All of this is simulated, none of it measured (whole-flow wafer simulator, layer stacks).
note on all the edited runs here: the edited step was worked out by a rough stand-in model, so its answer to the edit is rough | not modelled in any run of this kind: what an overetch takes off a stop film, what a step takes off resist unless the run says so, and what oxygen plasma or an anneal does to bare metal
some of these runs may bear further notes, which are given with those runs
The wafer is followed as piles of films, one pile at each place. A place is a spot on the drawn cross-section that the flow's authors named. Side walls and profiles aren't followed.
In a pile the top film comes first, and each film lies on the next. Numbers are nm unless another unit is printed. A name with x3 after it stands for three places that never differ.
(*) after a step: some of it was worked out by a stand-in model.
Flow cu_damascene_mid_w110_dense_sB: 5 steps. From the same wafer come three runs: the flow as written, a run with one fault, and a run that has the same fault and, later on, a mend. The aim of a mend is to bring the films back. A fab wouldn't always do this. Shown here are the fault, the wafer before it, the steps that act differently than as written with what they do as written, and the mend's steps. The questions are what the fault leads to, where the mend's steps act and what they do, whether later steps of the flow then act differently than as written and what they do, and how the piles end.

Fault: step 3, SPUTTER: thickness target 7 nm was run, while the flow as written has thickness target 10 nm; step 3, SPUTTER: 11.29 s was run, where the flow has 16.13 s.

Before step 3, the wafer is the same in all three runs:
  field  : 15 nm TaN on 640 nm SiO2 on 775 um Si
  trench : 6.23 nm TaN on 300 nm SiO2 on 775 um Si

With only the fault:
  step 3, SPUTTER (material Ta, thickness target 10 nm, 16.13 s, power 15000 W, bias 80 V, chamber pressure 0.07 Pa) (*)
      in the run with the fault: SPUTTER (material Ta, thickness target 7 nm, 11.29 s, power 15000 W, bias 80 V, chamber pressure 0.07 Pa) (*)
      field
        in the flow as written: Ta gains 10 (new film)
        in the run with the fault: Ta gains 7 (new film)
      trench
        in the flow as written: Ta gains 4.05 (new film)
        in the run with the fault: Ta gains 2.83 (new film)
  Every later step of the flow that is run acts as written, at every place that is followed, to within 2% or 0.5 nm, whichever is larger.
  At field, trench, the piles at the end differ from the flow's by more than 2% or 0.5 nm, whichever is larger.
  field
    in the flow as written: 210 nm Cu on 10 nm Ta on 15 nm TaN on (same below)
    in the run with the fault: 210 nm Cu on 7 nm Ta on 15 nm TaN on (same below)
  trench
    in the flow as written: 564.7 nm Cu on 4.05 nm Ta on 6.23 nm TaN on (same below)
    in the run with the fault: 562.9 nm Cu on 2.83 nm Ta on 6.23 nm TaN on (same below)

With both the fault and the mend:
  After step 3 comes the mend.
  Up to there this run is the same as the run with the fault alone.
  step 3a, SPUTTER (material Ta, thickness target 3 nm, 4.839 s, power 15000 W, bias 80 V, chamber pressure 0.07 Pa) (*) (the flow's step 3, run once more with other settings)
      field
        Ta gains 3
      trench
        Ta gains 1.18
  Every later step of the flow that is run acts as written at every place that is followed.
  The piles end only slightly different from the flow's at the places that both follow, by no more than 2% or 0.5 nm, whichever is larger.
